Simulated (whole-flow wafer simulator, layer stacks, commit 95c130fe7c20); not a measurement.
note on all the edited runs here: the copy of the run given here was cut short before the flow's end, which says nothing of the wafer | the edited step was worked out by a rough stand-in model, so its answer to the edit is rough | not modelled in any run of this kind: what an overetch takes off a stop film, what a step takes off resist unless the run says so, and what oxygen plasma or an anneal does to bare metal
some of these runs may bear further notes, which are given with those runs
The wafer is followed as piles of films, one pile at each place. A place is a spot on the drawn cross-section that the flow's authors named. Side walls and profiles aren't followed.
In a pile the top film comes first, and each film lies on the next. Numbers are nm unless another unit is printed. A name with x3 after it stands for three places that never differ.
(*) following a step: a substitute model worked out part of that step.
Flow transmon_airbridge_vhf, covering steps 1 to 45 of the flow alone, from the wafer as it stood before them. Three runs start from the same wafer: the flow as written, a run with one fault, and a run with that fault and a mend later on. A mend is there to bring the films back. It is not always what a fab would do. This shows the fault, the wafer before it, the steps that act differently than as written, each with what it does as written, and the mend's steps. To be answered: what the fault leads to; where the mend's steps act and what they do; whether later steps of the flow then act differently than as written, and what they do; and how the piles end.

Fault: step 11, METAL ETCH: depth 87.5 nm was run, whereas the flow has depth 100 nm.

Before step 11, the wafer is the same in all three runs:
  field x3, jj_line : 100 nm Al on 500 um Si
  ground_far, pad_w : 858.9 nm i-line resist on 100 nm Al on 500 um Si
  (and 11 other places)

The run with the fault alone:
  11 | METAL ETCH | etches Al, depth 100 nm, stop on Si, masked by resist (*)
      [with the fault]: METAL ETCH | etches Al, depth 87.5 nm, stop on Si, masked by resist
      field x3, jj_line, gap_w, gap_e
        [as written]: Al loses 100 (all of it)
        [with the fault]: Al loses 87.5
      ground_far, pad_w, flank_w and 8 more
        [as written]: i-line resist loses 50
        [with the fault]: i-line resist loses 43.8
  Steps further on in the flow that do not act as written (not shown: 20 more steps that differ only slightly, by at most 2% or 0.5 nm, whichever is larger):
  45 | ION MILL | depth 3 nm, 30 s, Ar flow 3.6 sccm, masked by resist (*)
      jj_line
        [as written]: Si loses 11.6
        [with the fault]: Al loses 12.5 (all of it), Si loses 4.59
  At field x3, gap_w, gap_e, the piles at the end differ from the flow's by more than 2% or 0.5 nm, whichever is larger.
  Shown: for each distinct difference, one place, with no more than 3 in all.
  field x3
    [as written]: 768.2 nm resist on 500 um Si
    [with the fault]: 768.2 nm resist on 12.5 nm Al on 500 um Si
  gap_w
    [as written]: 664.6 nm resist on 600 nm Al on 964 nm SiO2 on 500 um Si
    [with the fault]: 661 nm resist on 600 nm Al on 964 nm SiO2 on 12.5 nm Al on 500 um Si

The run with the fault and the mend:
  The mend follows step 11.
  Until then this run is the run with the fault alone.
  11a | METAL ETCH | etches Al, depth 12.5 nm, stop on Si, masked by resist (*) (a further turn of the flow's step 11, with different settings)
      ground_far, pad_w, flank_w and 8 more
        i-line resist loses 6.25
      field x3, jj_line, gap_w, gap_e
        Al loses 12.5 (all of it)
  None of the later steps of the flow acts differently than as written at any place that is followed.
  At every place that both follow, the piles at the end match the flow's.
